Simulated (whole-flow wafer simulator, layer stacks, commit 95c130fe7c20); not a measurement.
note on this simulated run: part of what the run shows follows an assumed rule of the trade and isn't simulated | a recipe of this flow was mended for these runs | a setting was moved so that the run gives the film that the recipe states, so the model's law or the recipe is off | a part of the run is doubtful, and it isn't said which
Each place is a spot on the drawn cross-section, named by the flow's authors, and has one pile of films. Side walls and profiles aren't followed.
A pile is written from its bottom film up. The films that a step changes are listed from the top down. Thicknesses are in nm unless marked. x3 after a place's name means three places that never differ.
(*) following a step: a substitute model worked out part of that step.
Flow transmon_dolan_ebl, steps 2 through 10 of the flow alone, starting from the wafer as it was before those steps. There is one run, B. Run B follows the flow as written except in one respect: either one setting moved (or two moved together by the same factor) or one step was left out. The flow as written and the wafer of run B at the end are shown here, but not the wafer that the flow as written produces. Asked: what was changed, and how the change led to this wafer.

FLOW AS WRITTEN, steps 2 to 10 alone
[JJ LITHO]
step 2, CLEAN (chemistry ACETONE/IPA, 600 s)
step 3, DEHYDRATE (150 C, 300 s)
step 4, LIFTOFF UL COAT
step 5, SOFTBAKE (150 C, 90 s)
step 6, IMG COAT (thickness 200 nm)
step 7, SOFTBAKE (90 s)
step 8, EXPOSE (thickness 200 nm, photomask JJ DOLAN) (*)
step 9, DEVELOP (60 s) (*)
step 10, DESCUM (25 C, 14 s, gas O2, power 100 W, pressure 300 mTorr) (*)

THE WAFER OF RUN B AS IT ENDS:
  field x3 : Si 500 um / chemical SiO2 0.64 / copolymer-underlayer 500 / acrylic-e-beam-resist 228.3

What caused this: step 6, IMG COAT: thickness 243 nm was run, though the flow has thickness 200 nm; step 8, EXPOSE: thickness 243 nm was run, where the flow has thickness 200 nm.

Step by step, how the change led to this:
  step 6, IMG COAT (thickness 200 nm)
      field x3, jj_line: acrylic-e-beam-resist gains 243 (new film) (in the flow as written it would be: acrylic-e-beam-resist gains 200 (new film))
  step 9, DEVELOP (60 s) (*)
      jj_line: acrylic-e-beam-resist loses 243 (all of it), copolymer-underlayer loses 500 (all of it) (in the flow as written it would be: acrylic-e-beam-resist loses 200 (all of it), copolymer-underlayer loses 500 (all of it))
